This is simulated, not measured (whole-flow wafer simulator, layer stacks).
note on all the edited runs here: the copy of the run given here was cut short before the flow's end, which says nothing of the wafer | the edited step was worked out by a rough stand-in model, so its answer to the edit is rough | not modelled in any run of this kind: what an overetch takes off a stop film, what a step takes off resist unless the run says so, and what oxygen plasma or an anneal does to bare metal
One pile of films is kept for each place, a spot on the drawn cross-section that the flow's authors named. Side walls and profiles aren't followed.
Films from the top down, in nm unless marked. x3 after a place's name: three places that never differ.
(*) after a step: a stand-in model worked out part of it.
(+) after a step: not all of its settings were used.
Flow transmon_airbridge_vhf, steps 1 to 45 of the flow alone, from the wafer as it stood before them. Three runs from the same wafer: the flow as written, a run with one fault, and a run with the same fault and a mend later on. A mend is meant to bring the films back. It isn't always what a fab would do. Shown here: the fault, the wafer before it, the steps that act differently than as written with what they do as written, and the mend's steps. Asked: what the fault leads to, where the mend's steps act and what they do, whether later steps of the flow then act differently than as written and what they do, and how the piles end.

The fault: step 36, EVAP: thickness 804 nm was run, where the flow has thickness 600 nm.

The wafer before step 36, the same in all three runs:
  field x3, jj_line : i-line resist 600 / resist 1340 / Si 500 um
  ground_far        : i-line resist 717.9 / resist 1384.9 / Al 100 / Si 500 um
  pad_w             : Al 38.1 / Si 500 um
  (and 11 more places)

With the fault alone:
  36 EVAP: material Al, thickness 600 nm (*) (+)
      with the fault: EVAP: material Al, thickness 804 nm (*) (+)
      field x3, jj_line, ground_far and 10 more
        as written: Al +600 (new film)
        with the fault: Al +804 (new film)
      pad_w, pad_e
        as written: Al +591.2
        with the fault: Al +792.2
  Later steps of the flow that act differently than as written:
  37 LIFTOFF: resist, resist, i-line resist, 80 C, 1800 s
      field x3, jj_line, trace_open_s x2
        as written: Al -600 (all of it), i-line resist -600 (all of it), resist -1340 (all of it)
        with the fault: Al -804 (all of it), i-line resist -600 (all of it), resist -1340 (all of it)
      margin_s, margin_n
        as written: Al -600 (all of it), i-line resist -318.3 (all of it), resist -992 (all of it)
        with the fault: Al -804 (all of it), i-line resist -318.3 (all of it), resist -992 (all of it)
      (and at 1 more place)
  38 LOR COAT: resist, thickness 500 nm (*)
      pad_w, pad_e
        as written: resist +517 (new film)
        with the fault: resist +502.4 (new film)
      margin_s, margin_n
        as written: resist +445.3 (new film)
        with the fault: resist +460.4 (new film)
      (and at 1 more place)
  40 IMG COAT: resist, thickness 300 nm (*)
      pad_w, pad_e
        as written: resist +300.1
        with the fault: resist +292
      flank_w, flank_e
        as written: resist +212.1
        with the fault: resist +205.5
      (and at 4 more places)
  At the end the piles differ from the flow's by more than 2% or 0.5 nm, whichever is larger, at pad_w, flank_w, gap_w and 7 more.
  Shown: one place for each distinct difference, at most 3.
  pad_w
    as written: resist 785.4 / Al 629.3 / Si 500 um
    with the fault: resist 762.6 / Al 830.3 / Si 500 um
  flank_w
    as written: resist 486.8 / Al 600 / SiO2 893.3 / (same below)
    with the fault: resist 475.2 / Al 804 / SiO2 893.3 / (same below)
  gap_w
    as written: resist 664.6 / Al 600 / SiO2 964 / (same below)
    with the fault: resist 649.6 / Al 804 / SiO2 964 / (same below)

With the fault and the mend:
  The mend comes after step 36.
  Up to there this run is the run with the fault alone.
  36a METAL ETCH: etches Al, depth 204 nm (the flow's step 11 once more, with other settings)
      field x3, jj_line, ground_far and 12 more
        Al -204
  No later step of the flow acts differently than as written, at any place that is followed, by more than 2% or 0.5 nm, whichever is larger.
  At the end the piles differ from the flow's only slightly at the places that both follow, by at most 2% or 0.5 nm, whichever is larger.
